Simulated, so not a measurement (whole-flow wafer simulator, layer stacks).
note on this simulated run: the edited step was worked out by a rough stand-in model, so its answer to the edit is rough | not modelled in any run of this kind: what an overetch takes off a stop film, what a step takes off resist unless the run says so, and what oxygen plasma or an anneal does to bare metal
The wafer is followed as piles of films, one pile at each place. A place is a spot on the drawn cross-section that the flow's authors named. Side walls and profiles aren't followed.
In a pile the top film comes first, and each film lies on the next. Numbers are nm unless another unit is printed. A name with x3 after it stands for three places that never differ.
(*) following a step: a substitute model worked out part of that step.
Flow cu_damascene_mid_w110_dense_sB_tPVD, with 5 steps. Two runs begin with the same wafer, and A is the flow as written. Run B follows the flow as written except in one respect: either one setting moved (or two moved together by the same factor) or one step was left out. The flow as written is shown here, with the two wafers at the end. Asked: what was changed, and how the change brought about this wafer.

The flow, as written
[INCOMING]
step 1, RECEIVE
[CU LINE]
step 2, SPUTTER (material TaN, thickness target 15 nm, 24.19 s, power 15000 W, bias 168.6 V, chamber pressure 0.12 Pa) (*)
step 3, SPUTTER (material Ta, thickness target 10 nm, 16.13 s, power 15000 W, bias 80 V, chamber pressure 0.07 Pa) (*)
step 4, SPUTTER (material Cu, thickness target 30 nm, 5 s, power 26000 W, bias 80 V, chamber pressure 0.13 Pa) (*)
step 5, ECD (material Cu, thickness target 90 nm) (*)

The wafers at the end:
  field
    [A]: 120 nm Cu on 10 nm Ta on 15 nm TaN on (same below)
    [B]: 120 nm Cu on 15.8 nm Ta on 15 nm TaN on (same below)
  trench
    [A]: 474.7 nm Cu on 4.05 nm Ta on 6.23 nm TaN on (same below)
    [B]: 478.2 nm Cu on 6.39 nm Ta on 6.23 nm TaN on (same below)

The reason: step 3, SPUTTER: thickness target 15.8 nm was run, while the flow as written has thickness target 10 nm; step 3, SPUTTER: 25.4 s was run, where the flow has 16.13 s.
The wafer itself shows it: field has Ta 15.8, and step 3 as written asks for 10 nm.

Step by step, how the change led to this:
  step 3, SPUTTER (material Ta, thickness target 10 nm, 16.13 s, power 15000 W, bias 80 V, chamber pressure 0.07 Pa) (*)
      field: A +10 Ta (new film) | B +15.8 Ta (new film)
      trench: A +4.05 Ta (new film) | B +6.39 Ta (new film)
